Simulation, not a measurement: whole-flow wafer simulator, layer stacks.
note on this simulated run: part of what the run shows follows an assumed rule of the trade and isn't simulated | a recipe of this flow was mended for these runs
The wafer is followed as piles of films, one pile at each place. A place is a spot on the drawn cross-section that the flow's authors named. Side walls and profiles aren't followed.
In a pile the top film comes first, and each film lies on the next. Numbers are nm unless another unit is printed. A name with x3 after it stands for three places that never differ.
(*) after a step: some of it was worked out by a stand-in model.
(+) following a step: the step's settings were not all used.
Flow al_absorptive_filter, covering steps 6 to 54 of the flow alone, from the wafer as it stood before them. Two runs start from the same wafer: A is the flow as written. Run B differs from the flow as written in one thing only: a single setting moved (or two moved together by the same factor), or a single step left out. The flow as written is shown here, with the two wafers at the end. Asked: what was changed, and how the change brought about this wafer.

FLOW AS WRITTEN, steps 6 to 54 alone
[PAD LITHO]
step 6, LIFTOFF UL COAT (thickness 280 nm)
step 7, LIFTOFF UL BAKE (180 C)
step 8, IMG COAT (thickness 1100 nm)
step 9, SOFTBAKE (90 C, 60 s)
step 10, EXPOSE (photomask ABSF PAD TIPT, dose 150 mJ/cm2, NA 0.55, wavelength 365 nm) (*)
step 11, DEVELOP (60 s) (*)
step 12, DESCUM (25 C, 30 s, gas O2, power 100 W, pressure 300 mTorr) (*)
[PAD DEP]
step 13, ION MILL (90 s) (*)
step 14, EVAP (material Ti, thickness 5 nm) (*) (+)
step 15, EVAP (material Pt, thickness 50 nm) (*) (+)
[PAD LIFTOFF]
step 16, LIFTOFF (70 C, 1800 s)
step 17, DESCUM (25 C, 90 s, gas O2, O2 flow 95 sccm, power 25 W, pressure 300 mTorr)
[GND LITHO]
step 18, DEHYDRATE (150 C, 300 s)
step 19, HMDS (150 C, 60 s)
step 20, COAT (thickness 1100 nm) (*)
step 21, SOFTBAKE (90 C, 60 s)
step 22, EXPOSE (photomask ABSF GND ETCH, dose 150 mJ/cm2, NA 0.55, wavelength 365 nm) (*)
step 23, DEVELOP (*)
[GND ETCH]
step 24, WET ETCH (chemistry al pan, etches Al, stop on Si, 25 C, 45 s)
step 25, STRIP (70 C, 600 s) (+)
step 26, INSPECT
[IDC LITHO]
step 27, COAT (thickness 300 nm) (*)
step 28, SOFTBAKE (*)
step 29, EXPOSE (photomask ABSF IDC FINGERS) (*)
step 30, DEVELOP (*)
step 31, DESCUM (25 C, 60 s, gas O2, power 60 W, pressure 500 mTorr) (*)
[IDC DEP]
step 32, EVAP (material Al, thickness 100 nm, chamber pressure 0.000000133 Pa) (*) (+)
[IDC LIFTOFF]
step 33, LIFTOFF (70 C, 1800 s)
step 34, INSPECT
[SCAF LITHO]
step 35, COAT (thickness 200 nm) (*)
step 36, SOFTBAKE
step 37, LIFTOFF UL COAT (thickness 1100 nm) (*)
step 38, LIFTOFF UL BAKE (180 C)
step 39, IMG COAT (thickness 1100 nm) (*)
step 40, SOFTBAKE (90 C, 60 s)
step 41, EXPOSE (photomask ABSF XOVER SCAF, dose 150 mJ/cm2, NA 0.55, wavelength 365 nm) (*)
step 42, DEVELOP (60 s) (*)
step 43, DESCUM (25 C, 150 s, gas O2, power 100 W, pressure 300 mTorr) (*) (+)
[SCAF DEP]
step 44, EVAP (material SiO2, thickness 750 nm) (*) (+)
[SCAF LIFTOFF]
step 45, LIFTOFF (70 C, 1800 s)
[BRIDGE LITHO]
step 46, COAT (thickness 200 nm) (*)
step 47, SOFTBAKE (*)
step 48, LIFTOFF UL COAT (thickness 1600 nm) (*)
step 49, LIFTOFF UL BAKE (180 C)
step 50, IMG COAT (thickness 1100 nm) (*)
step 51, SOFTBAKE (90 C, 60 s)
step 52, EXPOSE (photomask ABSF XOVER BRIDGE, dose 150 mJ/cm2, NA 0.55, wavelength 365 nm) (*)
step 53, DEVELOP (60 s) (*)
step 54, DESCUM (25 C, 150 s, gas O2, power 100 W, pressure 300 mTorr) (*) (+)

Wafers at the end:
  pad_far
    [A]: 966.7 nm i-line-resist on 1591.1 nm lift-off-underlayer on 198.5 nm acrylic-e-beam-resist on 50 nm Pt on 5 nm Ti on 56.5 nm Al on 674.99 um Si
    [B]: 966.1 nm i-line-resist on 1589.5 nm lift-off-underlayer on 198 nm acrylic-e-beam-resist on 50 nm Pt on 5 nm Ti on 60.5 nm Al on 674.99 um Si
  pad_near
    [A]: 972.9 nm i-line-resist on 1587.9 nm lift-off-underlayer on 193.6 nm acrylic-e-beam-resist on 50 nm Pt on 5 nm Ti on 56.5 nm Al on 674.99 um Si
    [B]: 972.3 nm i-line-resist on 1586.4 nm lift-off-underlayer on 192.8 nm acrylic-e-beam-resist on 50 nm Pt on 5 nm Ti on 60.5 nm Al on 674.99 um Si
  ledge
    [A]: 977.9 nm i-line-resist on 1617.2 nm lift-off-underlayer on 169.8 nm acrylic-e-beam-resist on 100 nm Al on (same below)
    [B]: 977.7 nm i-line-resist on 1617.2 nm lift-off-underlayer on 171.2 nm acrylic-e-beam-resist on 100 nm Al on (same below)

Cause: step 11, DEVELOP: 48 s was run, though the flow has 60 s.

The path from the change to this, step by step:
  step 11, DEVELOP (60 s) (*)
      pad_far, pad_near: A -1100 i-line-resist (all of it), -280 lift-off-underlayer (all of it), -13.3 Al | B -1100 i-line-resist (all of it), -280 lift-off-underlayer (all of it), -9.33 Al
